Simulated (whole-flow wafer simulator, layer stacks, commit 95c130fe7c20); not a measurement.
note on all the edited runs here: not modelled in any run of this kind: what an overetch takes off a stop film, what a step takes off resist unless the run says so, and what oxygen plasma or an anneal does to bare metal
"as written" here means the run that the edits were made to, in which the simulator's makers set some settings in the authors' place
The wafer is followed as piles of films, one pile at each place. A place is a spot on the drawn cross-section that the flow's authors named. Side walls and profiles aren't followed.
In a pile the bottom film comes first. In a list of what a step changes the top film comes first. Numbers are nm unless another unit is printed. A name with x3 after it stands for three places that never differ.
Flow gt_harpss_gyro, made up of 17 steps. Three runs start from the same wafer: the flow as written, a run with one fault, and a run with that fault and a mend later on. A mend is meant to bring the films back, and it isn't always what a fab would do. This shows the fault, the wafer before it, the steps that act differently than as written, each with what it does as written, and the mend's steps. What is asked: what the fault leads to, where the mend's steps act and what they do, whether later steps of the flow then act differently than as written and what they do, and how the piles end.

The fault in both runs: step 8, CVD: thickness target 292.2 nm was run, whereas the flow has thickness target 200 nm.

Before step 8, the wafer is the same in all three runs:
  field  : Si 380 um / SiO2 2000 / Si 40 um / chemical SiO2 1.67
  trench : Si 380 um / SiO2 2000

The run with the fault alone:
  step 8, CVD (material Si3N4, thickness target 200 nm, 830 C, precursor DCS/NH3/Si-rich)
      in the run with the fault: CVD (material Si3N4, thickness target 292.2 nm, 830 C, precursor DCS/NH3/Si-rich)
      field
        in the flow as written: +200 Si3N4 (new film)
        in the run with the fault: +292.2 Si3N4 (new film)
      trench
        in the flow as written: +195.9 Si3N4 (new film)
        in the run with the fault: +285.7 Si3N4 (new film)
  Every later step of the flow that is run acts as written at every place that is followed.
  By the end, the piles at field, trench depart from the flow's by more than 2% or 0.5 nm, whichever is larger.
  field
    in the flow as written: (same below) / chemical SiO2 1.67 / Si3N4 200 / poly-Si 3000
    in the run with the fault: (same below) / chemical SiO2 1.67 / Si3N4 292.2 / poly-Si 3000
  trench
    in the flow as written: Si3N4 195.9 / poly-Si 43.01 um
    in the run with the fault: Si3N4 285.7 / poly-Si 43.01 um

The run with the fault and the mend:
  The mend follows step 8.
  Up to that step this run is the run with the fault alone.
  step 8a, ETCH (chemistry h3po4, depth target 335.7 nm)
      field
        -292.2 Si3N4 (all of it)
      trench
        -285.7 Si3N4 (all of it)
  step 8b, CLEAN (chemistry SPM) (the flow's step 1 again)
      leaves every film unchanged at each place that is followed
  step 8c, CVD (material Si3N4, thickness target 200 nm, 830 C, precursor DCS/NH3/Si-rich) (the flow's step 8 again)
      field
        +200 Si3N4 (new film)
      trench
        +195.9 Si3N4 (new film)
  Every later step of the flow that is run acts as written at every place that is followed.
  The piles end the same as the flow's at every place that both follow.
